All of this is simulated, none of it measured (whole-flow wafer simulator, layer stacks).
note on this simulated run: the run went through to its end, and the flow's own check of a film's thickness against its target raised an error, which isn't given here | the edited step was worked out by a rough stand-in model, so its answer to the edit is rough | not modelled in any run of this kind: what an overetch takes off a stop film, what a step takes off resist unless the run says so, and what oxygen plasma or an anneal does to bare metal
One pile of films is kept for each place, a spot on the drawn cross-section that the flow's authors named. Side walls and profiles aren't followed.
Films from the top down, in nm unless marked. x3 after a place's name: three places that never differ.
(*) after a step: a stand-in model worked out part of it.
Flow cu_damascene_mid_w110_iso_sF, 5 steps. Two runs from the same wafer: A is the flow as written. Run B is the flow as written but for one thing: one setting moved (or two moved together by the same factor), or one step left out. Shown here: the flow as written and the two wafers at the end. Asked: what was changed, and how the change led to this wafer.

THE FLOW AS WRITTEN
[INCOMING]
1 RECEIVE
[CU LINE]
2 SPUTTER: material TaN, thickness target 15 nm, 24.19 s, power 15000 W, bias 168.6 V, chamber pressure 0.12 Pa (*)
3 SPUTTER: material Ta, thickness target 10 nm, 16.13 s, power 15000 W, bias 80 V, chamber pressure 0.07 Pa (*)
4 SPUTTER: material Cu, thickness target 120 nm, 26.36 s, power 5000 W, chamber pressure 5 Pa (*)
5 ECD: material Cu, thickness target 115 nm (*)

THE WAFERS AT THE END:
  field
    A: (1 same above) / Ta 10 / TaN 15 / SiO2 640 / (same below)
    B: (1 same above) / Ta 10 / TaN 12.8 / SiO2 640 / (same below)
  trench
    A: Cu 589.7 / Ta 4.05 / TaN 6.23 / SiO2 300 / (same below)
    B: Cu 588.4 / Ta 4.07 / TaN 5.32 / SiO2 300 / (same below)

The cause: step 2, SPUTTER: thickness target 12.8 nm was run, where the flow has thickness target 15 nm; step 2, SPUTTER: 20.56 s was run, where the flow has 24.19 s.
It can be read off the wafer: field has TaN 12.8, and step 2 as written asks for 15 nm.

How the change led to this, step by step:
  2 SPUTTER: material TaN, thickness target 15 nm, 24.19 s, power 15000 W, bias 168.6 V, chamber pressure 0.12 Pa (*)
      field: A TaN +15 (new film) | B TaN +12.8 (new film)
      trench: A TaN +6.23 (new film) | B TaN +5.32 (new film)
